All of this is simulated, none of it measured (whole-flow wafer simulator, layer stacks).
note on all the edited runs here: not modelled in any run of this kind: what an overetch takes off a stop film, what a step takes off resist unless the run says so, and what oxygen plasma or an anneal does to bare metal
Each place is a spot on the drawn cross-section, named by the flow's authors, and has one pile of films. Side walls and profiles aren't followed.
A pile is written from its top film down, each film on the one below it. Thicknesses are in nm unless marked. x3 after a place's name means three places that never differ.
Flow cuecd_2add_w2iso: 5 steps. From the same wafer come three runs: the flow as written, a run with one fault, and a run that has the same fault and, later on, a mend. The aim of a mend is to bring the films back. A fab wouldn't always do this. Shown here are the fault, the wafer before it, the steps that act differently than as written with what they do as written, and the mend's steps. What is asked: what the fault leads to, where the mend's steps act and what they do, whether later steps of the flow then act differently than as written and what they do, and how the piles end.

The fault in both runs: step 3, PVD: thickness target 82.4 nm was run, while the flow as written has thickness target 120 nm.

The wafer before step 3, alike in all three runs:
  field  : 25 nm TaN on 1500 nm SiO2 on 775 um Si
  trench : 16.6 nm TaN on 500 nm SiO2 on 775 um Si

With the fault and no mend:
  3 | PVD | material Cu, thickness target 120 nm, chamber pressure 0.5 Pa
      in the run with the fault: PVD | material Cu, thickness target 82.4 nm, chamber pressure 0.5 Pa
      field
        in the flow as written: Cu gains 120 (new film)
        in the run with the fault: Cu gains 82.4 (new film)
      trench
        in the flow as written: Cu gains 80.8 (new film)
        in the run with the fault: Cu gains 55.6 (new film)
  None of the later steps of the flow differs from how it acts as written, at any place that is followed, by more than 2% or 0.5 nm, whichever is larger.
  By the end, the piles at field depart from the flow's by more than 2% or 0.5 nm, whichever is larger.
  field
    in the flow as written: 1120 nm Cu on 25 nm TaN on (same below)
    in the run with the fault: 1082.4 nm Cu on 25 nm TaN on (same below)

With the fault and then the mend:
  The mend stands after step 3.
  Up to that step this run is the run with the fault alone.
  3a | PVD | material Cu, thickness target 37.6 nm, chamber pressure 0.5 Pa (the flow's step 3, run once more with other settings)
      field
        Cu gains 37.6
      trench
        Cu gains 24.8
  None of the later steps of the flow differs from how it acts as written, at any place that is followed, by more than 2% or 0.5 nm, whichever is larger.
  By the end, the piles equal the flow's at every place that both follow.
